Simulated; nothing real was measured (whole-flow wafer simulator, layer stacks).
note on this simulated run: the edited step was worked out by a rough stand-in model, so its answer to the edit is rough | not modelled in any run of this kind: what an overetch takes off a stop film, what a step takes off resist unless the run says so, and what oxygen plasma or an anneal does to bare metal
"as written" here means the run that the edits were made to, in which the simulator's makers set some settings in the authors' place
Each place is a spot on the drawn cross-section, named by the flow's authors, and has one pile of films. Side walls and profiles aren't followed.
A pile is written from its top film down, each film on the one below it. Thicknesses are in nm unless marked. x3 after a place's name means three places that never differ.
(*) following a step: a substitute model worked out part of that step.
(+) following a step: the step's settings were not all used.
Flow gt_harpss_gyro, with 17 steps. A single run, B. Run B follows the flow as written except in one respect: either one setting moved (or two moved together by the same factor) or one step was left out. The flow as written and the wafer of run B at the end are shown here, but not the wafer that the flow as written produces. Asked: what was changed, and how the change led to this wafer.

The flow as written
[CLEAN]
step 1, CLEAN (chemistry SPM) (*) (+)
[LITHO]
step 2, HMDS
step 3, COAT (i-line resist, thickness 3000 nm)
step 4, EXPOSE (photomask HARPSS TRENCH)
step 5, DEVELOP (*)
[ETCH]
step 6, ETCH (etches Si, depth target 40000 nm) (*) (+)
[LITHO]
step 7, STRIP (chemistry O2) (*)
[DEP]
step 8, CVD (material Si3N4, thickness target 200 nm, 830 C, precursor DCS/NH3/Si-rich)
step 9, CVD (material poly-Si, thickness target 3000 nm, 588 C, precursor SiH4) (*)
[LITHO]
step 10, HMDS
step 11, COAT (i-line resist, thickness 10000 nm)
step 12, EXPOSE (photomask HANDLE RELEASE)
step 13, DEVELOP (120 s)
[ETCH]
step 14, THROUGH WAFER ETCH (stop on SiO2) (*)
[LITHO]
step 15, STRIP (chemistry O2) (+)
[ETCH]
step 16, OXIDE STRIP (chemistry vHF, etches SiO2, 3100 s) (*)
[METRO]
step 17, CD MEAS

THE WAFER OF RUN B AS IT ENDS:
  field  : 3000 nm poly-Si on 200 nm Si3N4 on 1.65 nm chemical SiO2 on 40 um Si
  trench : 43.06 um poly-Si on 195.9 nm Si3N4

Cause: step 6, ETCH: depth target 48000 nm was run, though the flow has depth target 40000 nm.

How this came from the change, step by step:
  step 6, ETCH (etches Si, depth target 40000 nm) (*) (+)
      trench: -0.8 chemical SiO2 (all of it), -40 um Si (all of it), -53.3 SiO2 (it would be, as written: -0.8 chemical SiO2 (all of it), -40 um Si (all of it))
      field: -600 i-line resist (it would be, as written: -500 i-line resist)
  step 7, STRIP (chemistry O2) (*)
      field: -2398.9 i-line resist (all of it), +0.85 chemical SiO2, -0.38 Si (it would be, as written: -2498.9 i-line resist (all of it), +0.87 chemical SiO2, -0.38 Si)
  step 9, CVD (material poly-Si, thickness target 3000 nm, 588 C, precursor SiH4) (*)
      trench: +43.06 um poly-Si (new film) (it would be, as written: +43.01 um poly-Si (new film))
  step 16, OXIDE STRIP (chemistry vHF, etches SiO2, 3100 s) (*)
      trench: under 2 films: -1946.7 SiO2 (all of it) (it would be, as written: under 2 films: -2000 SiO2 (all of it))
